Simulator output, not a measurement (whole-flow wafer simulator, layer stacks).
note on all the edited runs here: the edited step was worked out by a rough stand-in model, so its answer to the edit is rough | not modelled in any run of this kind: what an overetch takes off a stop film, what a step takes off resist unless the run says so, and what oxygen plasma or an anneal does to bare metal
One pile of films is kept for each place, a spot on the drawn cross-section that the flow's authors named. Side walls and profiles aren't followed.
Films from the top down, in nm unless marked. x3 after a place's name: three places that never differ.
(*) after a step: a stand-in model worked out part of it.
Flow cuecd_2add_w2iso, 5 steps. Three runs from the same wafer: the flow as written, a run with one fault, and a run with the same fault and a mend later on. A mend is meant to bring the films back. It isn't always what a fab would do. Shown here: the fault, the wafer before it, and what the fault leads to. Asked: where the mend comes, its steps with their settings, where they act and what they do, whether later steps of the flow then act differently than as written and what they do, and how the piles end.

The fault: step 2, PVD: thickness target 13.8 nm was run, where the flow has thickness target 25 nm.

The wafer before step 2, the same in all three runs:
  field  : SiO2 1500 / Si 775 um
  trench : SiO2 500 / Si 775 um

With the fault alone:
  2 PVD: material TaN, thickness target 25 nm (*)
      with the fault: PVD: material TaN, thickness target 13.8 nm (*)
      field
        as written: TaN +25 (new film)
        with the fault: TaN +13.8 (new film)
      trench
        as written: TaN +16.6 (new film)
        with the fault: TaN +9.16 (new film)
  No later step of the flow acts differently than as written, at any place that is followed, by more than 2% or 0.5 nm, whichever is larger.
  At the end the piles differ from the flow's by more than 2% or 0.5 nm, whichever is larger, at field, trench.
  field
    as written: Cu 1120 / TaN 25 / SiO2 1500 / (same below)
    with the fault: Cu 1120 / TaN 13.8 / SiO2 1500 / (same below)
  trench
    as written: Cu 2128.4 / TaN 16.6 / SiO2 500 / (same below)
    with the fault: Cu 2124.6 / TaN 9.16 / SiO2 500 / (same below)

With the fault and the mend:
  The mend comes after step 2.
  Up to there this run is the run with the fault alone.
  2a PVD: material TaN, thickness target 11.2 nm (*) (the flow's step 2 once more, with other settings)
      field
        TaN +11.2
      trench
        TaN +7.4
  No later step of the flow acts differently than as written at any place that is followed.
  At the end the piles are the same as the flow's at every place that both follow.
